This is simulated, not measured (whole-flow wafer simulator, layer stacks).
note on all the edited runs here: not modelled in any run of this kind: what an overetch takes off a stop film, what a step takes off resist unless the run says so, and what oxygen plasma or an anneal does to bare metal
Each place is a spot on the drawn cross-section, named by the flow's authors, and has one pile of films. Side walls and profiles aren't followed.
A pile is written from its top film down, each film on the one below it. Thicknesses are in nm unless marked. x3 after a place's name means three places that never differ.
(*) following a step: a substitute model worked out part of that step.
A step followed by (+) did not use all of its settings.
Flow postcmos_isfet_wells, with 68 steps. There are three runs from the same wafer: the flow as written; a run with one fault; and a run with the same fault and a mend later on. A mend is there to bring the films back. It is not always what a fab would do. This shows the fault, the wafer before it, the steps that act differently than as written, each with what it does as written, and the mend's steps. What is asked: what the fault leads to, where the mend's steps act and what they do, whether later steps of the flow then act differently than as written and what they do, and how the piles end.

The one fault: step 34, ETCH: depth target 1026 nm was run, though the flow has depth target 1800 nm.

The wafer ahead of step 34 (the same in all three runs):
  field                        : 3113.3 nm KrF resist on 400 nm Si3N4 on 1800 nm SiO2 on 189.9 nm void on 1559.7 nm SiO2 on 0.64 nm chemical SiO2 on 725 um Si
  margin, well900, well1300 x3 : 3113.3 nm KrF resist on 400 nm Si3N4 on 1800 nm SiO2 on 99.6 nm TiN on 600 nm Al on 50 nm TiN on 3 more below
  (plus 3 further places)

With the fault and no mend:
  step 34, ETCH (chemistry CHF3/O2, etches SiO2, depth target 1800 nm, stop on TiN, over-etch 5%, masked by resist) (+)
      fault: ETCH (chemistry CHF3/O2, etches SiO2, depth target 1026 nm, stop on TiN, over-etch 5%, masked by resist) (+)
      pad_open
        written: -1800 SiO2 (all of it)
        fault: -1026 SiO2
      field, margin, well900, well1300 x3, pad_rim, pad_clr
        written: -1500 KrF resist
        fault: -855 KrF resist
  Steps later in the flow that act otherwise than as written (not shown: 1 more step that differs only slightly, by at most 2% or 0.5 nm, whichever is larger):
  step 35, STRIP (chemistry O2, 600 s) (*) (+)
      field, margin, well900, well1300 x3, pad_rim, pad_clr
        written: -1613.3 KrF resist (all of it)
        fault: -2258.3 KrF resist (all of it)
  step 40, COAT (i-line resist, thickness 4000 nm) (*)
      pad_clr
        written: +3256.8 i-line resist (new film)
        fault: +3503.9 i-line resist (new film)
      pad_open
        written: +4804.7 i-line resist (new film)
        fault: +4525.4 i-line resist (new film)
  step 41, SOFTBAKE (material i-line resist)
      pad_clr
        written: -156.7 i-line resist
        fault: -84.9 i-line resist
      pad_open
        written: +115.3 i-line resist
        fault: +78.7 i-line resist
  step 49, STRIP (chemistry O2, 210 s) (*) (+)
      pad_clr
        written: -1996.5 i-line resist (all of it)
        fault: -2315.3 i-line resist (all of it)
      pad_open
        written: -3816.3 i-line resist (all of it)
        fault: -3500.4 i-line resist (all of it)
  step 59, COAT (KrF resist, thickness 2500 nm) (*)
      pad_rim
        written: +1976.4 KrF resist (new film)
        fault: +2156.2 KrF resist (new film)
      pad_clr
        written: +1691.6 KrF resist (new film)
        fault: +1959 KrF resist (new film)
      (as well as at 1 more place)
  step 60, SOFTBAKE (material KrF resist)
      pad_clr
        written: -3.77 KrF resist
        fault: -2.78 KrF resist
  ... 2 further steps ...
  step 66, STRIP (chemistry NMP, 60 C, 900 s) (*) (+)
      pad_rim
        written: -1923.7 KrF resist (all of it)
        fault: -2101.9 KrF resist (all of it)
  At pad_open, the piles at the end differ from the flow's by more than 2% or 0.5 nm, whichever is larger.
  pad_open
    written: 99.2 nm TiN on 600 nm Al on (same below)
    fault: 774 nm SiO2 on 99.6 nm TiN on 600 nm Al on (same below)

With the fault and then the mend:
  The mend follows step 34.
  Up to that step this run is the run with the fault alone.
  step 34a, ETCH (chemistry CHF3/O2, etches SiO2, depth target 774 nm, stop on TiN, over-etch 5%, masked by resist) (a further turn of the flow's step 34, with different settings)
      field, margin, well900, well1300 x3, pad_rim, pad_clr
        -645 KrF resist
      pad_open
        -774 SiO2 (all of it)
  None of the later steps of the flow acts differently than as written at any place that is followed.
  The piles end the same as the flow's at every place that both follow.
